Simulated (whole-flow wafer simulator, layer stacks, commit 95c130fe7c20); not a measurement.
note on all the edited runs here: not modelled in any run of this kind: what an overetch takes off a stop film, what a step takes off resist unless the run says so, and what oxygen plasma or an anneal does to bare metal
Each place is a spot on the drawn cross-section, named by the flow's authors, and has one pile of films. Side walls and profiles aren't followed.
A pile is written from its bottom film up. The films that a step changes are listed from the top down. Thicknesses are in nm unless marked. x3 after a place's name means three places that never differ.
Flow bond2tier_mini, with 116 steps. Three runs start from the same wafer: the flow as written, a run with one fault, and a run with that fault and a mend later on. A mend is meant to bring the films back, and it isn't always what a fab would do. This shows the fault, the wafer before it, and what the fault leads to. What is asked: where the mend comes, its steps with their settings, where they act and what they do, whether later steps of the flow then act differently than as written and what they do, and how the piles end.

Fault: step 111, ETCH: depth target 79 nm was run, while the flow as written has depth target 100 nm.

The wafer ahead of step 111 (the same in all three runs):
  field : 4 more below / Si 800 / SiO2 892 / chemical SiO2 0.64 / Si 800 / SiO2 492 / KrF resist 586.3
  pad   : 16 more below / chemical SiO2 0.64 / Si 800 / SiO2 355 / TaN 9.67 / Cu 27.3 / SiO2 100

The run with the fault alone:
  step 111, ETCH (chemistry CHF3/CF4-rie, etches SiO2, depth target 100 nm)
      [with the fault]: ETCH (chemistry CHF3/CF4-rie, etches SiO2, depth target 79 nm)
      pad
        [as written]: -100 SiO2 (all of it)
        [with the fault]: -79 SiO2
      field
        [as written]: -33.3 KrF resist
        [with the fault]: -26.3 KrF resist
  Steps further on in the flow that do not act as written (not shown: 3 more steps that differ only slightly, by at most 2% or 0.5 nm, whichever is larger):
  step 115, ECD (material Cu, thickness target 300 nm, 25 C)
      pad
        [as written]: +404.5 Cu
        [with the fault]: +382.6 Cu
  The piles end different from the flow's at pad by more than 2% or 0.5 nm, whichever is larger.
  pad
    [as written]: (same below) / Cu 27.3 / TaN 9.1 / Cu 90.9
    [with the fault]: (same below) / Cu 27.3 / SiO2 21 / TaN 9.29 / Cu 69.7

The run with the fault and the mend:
  The mend follows step 111.
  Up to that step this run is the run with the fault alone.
  step 111a, ETCH (chemistry CHF3/CF4-rie, etches SiO2, depth target 21 nm) (the flow's step 111, run once more with other settings)
      field
        -7 KrF resist
      pad
        -21 SiO2 (all of it)
  Later steps of the flow that are run all act as written at every place that is followed.
  By the end, the piles equal the flow's at every place that both follow.
